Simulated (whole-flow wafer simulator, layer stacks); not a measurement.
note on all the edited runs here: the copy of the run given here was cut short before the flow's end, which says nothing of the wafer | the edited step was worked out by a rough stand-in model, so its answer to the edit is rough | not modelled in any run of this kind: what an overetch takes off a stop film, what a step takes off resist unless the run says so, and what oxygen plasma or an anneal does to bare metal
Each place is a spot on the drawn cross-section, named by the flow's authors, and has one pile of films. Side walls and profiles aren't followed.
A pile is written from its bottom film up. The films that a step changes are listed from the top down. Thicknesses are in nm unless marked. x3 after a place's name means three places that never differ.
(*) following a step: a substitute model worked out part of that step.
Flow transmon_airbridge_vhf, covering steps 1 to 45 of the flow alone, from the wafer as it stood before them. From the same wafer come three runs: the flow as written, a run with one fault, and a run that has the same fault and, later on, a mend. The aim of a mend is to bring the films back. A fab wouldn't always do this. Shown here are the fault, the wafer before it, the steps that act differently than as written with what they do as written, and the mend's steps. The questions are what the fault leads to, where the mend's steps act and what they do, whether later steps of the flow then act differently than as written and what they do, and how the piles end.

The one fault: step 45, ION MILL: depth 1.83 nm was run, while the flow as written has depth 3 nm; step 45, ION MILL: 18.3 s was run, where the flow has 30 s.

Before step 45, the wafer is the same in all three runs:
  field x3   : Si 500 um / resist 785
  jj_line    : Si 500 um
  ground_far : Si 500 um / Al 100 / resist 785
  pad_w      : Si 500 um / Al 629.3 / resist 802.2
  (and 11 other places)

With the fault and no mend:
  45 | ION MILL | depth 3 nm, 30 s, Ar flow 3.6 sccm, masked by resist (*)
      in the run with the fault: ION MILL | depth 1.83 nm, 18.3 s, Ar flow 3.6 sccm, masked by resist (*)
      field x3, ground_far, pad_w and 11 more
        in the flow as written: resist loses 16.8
        in the run with the fault: resist loses 10.2
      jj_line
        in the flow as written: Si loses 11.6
        in the run with the fault: Si loses 7.1
  None of the later steps of the flow acts differently than as written at any place that is followed.
  The piles end only slightly different from the flow's at the places that both follow, by no more than 2% or 0.5 nm, whichever is larger.

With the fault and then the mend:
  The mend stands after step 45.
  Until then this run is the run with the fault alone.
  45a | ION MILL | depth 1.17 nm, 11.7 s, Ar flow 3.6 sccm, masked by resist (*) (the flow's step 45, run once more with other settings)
      field x3, ground_far, pad_w and 11 more
        resist loses 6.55
      jj_line
        Si loses 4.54
  None of the later steps of the flow acts differently than as written at any place that is followed.
  By the end, the piles equal the flow's at every place that both follow.
